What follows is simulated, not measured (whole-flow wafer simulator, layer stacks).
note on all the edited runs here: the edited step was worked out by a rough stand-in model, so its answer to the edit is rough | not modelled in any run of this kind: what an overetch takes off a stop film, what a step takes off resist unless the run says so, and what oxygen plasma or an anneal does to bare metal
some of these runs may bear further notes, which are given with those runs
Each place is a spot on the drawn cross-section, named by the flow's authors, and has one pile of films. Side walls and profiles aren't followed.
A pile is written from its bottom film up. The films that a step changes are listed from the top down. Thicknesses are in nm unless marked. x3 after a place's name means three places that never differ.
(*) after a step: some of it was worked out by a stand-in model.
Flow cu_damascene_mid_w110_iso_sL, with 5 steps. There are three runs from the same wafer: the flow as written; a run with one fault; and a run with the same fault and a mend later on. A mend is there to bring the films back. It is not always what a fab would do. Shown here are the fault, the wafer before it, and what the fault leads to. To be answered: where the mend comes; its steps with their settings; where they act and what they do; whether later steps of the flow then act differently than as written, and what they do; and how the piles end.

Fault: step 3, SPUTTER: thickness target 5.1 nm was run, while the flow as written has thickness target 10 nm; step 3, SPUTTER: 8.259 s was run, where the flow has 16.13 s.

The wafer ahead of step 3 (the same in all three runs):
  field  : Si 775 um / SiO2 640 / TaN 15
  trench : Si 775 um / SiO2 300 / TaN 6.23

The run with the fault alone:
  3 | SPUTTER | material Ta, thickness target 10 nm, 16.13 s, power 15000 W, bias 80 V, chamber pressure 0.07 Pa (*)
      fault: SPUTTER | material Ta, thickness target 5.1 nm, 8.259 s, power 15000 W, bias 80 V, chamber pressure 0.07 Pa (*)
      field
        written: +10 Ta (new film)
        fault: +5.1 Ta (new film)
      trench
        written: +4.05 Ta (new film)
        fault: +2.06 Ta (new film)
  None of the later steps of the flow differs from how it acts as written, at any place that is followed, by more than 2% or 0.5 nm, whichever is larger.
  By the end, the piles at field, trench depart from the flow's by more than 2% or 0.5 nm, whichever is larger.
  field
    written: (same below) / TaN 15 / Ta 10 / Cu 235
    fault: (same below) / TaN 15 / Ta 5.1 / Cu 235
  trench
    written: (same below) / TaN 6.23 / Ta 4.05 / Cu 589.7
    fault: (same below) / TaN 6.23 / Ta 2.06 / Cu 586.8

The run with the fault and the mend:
  After step 3 comes the mend.
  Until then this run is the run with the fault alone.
  3a | SPUTTER | material Ta, thickness target 4.9 nm, 7.871 s, power 15000 W, bias 80 V, chamber pressure 0.07 Pa (*) (the flow's step 3, run once more with other settings)
      field
        +4.9 Ta
      trench
        +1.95 Ta
  None of the later steps of the flow acts differently than as written at any place that is followed.
  The piles end only slightly different from the flow's at the places that both follow, by no more than 2% or 0.5 nm, whichever is larger.
